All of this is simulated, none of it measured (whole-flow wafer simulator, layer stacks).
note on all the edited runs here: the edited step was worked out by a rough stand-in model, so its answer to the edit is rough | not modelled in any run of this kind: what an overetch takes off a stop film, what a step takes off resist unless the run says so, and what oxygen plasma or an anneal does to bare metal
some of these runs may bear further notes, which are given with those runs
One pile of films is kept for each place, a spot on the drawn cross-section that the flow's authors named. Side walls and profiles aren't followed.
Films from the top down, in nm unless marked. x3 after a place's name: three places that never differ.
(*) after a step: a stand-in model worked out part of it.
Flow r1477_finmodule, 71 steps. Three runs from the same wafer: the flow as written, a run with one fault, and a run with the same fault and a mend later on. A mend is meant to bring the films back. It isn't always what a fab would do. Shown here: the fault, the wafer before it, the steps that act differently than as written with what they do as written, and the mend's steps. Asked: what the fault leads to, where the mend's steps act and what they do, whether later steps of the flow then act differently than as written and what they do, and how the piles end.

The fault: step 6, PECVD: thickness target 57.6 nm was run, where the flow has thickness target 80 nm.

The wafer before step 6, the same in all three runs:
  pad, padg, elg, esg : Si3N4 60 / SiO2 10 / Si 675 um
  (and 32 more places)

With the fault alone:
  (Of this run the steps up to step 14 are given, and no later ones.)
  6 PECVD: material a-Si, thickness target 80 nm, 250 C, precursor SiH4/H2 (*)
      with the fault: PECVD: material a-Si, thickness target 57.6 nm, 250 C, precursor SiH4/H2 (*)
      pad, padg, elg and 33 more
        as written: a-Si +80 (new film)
        with the fault: a-Si +57.6 (new film)
  No later step of the flow up to step 14 acts differently than as written at any place that is followed.
  After step 14 the piles differ from the flow's by more than 2% or 0.5 nm, whichever is larger, at pad, padg, elg and 33 more.
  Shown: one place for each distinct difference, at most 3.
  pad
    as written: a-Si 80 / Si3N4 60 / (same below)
    with the fault: a-Si 57.6 / Si3N4 60 / (same below)
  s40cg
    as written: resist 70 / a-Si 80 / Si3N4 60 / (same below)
    with the fault: resist 70 / a-Si 57.6 / Si3N4 60 / (same below)

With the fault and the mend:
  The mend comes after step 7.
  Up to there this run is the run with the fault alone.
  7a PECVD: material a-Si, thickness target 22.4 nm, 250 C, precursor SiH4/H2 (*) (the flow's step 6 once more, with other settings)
      pad, padg, elg and 33 more
        a-Si +22.4
  No later step of the flow acts differently than as written at any place that is followed.
  At the end the piles are the same as the flow's at every place that both follow.
